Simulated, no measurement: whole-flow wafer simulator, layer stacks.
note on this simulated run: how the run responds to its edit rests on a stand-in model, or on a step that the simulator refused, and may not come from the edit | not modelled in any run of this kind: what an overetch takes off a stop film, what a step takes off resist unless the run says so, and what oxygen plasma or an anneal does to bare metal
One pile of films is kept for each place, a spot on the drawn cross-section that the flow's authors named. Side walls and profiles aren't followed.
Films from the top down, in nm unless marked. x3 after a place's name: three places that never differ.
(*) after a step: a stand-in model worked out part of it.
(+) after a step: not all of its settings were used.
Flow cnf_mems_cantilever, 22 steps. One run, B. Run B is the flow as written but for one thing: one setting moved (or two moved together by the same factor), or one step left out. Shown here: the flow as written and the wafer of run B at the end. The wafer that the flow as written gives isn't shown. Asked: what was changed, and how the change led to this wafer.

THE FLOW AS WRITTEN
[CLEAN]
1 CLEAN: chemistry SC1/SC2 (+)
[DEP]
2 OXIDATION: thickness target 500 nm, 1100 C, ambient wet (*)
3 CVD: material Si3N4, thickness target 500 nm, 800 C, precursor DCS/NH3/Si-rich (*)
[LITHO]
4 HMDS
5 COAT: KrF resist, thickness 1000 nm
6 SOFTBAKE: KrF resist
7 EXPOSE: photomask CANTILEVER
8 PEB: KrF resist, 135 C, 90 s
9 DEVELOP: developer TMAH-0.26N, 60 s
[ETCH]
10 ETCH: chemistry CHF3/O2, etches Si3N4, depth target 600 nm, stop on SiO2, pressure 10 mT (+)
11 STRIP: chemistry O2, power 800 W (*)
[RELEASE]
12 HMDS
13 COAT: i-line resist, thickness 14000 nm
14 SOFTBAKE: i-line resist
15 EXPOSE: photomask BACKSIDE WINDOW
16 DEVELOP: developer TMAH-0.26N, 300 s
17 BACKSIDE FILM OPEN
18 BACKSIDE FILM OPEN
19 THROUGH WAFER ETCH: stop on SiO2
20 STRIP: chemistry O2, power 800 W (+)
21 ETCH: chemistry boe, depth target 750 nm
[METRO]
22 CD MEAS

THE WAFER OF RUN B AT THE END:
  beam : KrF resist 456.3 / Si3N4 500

The cause: step 11, STRIP: chemistry O2, power 800 W (*), was left out.

How the change led to this, step by step:
  (no step that both runs have acts differently by more than 2% or 0.5 nm, whichever is larger)
